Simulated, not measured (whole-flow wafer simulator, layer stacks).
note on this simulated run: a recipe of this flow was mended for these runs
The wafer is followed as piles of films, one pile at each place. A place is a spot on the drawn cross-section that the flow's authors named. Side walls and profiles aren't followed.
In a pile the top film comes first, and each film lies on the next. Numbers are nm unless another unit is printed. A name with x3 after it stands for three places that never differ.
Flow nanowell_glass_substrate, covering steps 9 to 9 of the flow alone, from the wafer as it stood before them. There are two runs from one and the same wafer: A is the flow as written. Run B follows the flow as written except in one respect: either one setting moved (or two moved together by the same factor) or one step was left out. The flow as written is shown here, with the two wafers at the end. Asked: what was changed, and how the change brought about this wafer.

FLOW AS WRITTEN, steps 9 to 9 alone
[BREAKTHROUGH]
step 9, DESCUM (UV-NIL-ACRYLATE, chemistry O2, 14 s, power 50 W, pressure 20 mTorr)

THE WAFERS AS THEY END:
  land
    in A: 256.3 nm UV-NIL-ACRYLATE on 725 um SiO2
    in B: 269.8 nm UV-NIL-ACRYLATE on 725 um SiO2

What caused this: step 9, DESCUM: 8.58 s was run, while the flow as written has 14 s.

Step by step, how the change led to this:
  step 9, DESCUM (UV-NIL-ACRYLATE, chemistry O2, 14 s, power 50 W, pressure 20 mTorr)
      land: A UV-NIL-ACRYLATE loses 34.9 | B UV-NIL-ACRYLATE loses 21.4
